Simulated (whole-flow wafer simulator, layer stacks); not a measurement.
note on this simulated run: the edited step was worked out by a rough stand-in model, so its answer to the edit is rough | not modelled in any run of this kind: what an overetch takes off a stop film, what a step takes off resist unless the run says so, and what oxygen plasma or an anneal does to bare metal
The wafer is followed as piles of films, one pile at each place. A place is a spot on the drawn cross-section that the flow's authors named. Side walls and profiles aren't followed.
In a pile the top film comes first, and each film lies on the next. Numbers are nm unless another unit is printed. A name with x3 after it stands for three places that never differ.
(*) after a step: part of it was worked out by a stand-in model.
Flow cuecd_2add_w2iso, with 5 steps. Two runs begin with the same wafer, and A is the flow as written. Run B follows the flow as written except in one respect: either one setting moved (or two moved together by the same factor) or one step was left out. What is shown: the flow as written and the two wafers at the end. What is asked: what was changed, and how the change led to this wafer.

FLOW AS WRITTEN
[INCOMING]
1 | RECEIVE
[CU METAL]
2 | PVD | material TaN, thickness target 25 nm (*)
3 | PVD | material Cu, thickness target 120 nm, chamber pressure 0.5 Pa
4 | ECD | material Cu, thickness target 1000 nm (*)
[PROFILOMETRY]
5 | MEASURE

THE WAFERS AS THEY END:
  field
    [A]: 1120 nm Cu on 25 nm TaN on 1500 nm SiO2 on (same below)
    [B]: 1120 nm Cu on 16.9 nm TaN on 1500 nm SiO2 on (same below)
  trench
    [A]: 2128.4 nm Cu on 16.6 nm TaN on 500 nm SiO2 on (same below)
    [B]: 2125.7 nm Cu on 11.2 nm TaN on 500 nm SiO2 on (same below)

Cause: step 2, PVD: thickness target 16.9 nm was run, while the flow as written has thickness target 25 nm.
One can read it off the wafer: field has TaN 16.9, and step 2 as written asks for 25 nm.

How this came from the change, step by step:
  2 | PVD | material TaN, thickness target 25 nm (*)
      field: A TaN gains 25 (new film) | B TaN gains 16.9 (new film)
      trench: A TaN gains 16.6 (new film) | B TaN gains 11.2 (new film)
